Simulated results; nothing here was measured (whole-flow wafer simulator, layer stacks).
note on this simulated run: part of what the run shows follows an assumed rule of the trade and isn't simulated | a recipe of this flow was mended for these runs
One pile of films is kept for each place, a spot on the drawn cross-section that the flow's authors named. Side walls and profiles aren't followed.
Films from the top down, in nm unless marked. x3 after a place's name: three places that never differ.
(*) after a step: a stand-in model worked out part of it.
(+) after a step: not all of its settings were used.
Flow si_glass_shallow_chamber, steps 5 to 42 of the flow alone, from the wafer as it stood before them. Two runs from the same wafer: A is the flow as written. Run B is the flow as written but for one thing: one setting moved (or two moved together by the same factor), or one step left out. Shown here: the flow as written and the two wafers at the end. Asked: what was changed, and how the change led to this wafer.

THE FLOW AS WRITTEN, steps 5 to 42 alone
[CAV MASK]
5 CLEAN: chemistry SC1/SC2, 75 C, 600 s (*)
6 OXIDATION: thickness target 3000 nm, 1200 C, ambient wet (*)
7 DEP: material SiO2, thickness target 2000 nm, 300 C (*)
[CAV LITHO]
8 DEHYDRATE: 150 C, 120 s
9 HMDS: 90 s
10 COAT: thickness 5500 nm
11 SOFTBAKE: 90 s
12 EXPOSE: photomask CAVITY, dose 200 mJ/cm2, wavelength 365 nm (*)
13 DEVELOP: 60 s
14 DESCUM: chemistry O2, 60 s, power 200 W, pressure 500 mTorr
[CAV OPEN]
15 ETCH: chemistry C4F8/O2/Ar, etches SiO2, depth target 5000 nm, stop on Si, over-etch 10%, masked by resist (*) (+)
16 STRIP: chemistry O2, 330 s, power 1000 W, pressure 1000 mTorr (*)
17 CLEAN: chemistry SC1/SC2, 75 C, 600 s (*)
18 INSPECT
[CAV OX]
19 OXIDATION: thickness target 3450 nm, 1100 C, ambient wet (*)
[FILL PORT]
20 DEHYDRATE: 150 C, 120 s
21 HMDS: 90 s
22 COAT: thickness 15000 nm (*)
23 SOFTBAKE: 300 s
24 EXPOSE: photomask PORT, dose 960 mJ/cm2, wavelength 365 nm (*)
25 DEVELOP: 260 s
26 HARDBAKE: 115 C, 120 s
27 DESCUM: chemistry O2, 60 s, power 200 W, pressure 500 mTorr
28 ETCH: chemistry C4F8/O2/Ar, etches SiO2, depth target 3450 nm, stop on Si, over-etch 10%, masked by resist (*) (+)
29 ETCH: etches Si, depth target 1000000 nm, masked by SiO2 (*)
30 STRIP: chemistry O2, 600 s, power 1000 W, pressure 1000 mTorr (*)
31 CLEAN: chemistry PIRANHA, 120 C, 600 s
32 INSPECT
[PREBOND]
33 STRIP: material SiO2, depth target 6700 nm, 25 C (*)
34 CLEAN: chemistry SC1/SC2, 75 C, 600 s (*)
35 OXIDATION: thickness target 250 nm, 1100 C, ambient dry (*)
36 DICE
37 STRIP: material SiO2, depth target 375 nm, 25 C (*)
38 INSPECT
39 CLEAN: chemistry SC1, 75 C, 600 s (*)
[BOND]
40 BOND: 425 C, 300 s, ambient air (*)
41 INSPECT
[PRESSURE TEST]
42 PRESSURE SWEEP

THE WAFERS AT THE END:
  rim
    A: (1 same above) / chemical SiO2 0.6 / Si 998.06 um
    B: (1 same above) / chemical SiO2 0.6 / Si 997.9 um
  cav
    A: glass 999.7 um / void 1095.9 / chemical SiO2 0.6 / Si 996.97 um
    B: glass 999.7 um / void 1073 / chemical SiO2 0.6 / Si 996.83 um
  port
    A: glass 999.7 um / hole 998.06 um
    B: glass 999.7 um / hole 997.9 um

The cause: step 6, OXIDATION: thickness target 3450 nm was run, where the flow has thickness target 3000 nm.

How the change led to this, step by step:
  6 OXIDATION: thickness target 3000 nm, 1200 C, ambient wet (*)
      rim, ramp, cav, port, septum, ring: A SiO2 +3000 (new film), chemical SiO2 -0.6 (all of it), Si -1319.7 | B SiO2 +3450 (new film), chemical SiO2 -0.6 (all of it), Si -1517.7
  15 ETCH: chemistry C4F8/O2/Ar, etches SiO2, depth target 5000 nm, stop on Si, over-etch 10%, masked by resist (*) (+)
      cav, port: A SiO2 -5000 (all of it), Si -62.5 | B SiO2 -5450 (all of it), Si -6.25
  19 OXIDATION: thickness target 3450 nm, 1100 C, ambient wet (*)
      rim, ramp, septum, ring: A SiO2 +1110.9, Si -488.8 | B SiO2 +1035.2, Si -455.5
  22 COAT: thickness 15000 nm (*)
      rim: A thick-i-line-resist +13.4 um (new film) | B thick-i-line-resist +13.26 um (new film)
      ramp: A thick-i-line-resist +12.89 um (new film) | B thick-i-line-resist +12.7 um (new film)
      (and at 4 more places)
  23 SOFTBAKE: 300 s
      rim: A thick-i-line-resist -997 | B thick-i-line-resist -1096.5
      ramp: A thick-i-line-resist -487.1 | B thick-i-line-resist -540.1
      (and at 4 more places)
  25 DEVELOP: 260 s
      port: A thick-i-line-resist -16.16 um (all of it) | B thick-i-line-resist -16.26 um (all of it)
  26 HARDBAKE: 115 C, 120 s
      rim, ramp: A thick-i-line-resist -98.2 | B thick-i-line-resist -95.3
  29 ETCH: etches Si, depth target 1000000 nm, masked by SiO2 (*)
      rim, ramp: A thick-i-line-resist -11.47 um (all of it), SiO2 -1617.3 | B thick-i-line-resist -11.23 um (all of it), SiO2 -1745.4
      port: A hole +997.05 um (new film), Si -997.05 um (all of it) | B hole +996.91 um (new film), Si -996.91 um (all of it)
      (and at 2 more places)
  30 STRIP: chemistry O2, 600 s, power 1000 W, pressure 1000 mTorr (*)
      cav: A thick-i-line-resist -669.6 (all of it) | B thick-i-line-resist -776.3 (all of it)
  33 STRIP: material SiO2, depth target 6700 nm, 25 C (*)
      rim, ramp: A SiO2 -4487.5 (all of it) | B SiO2 -4733.8 (all of it)
      septum: A SiO2 -5732.1 (all of it) | B SiO2 -6095.5 (all of it)
      (and at 1 more place)
  40 BOND: 425 C, 300 s, ambient air (*)
      cav: A glass +999.7 um (new film), void +1095.9 (new film) | B glass +999.7 um (new film), void +1073 (new film)
      port: A glass +999.7 um (new film), hole +1017.3 | B glass +999.7 um (new film), hole +994.3
